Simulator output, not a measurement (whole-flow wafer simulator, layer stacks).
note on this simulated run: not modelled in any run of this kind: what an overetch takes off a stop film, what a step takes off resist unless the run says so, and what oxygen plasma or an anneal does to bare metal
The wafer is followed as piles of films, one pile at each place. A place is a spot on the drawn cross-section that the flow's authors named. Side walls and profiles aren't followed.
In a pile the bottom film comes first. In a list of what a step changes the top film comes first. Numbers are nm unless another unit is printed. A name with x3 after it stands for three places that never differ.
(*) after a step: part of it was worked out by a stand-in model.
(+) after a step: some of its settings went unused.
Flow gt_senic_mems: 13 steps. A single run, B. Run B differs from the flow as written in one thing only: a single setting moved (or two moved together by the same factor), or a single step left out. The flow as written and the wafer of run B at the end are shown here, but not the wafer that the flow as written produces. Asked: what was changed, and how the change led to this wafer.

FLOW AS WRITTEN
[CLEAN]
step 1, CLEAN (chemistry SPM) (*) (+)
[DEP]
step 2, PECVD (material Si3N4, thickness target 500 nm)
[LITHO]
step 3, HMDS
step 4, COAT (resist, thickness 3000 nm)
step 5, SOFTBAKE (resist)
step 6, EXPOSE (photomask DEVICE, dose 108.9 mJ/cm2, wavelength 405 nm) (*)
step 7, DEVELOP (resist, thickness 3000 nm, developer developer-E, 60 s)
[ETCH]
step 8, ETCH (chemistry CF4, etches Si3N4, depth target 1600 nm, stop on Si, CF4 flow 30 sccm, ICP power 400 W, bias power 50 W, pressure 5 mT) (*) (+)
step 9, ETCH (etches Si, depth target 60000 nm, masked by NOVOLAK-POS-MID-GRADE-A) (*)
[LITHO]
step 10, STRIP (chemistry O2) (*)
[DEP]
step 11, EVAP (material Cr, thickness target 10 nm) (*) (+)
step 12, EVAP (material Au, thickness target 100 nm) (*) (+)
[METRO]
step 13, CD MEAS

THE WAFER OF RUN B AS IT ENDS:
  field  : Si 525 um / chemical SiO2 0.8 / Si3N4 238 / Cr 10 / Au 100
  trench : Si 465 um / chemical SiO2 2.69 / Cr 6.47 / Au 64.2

The reason: step 2, PECVD: thickness target 238 nm was run, though the flow has thickness target 500 nm.
The wafer itself shows it: field has Si3N4 238, and step 2 as written asks for 500 nm.

Step by step, how the change led to this:
  step 2, PECVD (material Si3N4, thickness target 500 nm)
      field, trench: +238 Si3N4 (new film) (as written it would have been: +500 Si3N4 (new film))
  step 8, ETCH (chemistry CF4, etches Si3N4, depth target 1600 nm, stop on Si, CF4 flow 30 sccm, ICP power 400 W, bias power 50 W, pressure 5 mT) (*) (+)
      field: -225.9 resist (as written it would have been: -400.5 resist)
      trench: -238 Si3N4 (all of it), -0.8 chemical SiO2 (all of it) (as written it would have been: -500 Si3N4 (all of it), -0.8 chemical SiO2 (all of it))
  step 10, STRIP (chemistry O2) (*)
      field: -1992 resist (all of it) (as written it would have been: -1817.3 resist (all of it))
